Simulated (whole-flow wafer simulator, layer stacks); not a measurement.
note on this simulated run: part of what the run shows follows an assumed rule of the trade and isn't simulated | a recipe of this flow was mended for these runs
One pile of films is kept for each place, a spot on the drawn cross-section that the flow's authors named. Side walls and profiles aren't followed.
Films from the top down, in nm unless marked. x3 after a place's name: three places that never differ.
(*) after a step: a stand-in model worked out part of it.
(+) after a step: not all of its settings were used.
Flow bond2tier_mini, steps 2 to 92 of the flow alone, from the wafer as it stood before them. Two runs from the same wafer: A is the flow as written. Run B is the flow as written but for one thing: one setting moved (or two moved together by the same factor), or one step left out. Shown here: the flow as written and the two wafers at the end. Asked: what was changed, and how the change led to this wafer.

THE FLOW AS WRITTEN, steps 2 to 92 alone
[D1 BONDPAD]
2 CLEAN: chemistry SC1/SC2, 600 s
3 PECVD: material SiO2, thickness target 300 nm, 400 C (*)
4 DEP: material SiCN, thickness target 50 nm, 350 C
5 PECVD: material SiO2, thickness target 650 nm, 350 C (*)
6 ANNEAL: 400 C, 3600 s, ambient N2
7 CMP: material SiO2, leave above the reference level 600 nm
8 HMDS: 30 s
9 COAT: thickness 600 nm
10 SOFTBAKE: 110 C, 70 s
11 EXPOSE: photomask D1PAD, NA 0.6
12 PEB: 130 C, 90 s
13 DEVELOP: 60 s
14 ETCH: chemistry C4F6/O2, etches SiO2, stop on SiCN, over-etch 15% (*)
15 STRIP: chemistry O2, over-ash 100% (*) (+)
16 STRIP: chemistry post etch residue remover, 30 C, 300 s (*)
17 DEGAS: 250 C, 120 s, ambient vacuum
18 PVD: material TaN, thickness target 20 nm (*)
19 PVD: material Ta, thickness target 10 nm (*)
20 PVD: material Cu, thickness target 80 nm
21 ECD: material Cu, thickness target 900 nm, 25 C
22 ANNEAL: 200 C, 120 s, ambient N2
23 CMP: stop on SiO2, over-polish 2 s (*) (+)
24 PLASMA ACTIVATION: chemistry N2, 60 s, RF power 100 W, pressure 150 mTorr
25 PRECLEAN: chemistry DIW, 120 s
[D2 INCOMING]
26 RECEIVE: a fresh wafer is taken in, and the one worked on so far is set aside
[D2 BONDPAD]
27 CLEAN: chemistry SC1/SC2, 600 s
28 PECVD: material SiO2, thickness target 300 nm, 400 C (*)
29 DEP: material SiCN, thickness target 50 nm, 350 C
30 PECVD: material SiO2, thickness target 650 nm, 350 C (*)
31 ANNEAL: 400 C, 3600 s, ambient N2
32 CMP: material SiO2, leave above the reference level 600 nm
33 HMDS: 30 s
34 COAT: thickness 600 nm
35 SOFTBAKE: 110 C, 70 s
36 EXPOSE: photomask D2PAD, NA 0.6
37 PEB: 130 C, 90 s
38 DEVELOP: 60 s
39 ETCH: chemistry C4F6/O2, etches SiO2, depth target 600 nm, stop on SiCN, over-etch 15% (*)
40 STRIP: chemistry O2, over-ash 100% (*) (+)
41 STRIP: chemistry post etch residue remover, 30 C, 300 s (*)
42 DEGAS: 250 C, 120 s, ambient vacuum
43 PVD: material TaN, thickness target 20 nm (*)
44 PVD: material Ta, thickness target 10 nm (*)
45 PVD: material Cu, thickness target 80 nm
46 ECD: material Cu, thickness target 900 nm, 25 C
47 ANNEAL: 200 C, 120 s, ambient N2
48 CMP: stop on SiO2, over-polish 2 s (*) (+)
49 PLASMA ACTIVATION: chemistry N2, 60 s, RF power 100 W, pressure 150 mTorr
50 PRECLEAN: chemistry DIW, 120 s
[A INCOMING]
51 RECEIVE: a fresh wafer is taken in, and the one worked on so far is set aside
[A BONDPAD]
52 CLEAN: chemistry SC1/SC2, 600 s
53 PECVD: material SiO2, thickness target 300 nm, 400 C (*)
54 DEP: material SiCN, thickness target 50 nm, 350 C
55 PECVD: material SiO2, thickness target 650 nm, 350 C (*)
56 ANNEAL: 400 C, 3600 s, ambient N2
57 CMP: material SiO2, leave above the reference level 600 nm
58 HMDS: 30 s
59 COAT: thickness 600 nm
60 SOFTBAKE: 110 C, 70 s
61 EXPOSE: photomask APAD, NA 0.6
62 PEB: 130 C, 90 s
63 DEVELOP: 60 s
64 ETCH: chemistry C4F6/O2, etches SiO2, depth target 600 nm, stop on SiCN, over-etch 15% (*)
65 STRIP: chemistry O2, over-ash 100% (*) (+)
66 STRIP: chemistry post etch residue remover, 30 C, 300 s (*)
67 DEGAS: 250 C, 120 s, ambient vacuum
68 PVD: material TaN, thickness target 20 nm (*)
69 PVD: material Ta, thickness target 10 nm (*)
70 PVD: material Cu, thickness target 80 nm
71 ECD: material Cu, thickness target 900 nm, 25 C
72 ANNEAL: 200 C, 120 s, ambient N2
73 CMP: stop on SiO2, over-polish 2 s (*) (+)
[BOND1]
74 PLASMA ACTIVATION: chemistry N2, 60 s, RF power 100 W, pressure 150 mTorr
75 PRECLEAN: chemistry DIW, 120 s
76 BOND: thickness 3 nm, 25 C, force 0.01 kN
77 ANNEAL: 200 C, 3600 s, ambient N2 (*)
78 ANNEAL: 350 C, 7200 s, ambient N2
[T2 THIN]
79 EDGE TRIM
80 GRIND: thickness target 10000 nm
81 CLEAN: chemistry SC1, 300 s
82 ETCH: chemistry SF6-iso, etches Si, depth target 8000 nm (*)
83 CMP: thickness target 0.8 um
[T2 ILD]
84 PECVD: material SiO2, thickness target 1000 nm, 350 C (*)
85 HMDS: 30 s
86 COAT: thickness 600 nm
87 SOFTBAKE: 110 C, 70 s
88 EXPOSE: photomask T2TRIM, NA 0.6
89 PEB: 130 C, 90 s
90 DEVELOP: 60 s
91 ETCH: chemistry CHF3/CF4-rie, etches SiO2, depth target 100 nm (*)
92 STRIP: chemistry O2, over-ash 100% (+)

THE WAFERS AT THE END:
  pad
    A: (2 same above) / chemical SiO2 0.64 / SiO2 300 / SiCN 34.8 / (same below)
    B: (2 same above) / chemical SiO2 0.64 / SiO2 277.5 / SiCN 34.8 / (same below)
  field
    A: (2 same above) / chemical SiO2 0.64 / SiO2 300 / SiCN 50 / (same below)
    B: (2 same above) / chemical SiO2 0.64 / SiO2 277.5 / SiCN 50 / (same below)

The cause: step 3, PECVD: thickness target 277.5 nm was run, where the flow has thickness target 300 nm.
It can be read off the wafer: pad has SiO2 277.5, and step 3 as written asks for 300 nm.

How the change led to this, step by step:
  3 PECVD: material SiO2, thickness target 300 nm, 400 C (*)
      field, pad, via: A SiO2 +300 (new film) | B SiO2 +277.5 (new film)
  76 BOND: thickness 3 nm, 25 C, force 0.01 kN
      field: A Si +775 um (new film), chemical SiO2 +0.64 (new film), SiO2 +300 (new film), SiCN +50 (new film), SiO2 +600 | B Si +775 um (new film), chemical SiO2 +0.64 (new film), SiO2 +277.5 (new film), SiCN +50 (new film), SiO2 +600
      pad: A Si +775 um (new film), chemical SiO2 +0.64 (new film), SiO2 +300 (new film), SiCN +34.8 (new film), TaN +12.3 (new film), Ta +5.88 (new film), Cu +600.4 | B Si +775 um (new film), chemical SiO2 +0.64 (new film), SiO2 +277.5 (new film), SiCN +34.8 (new film), TaN +12.3 (new film), Ta +5.88 (new film), Cu +600.4
      (and at 1 more place)
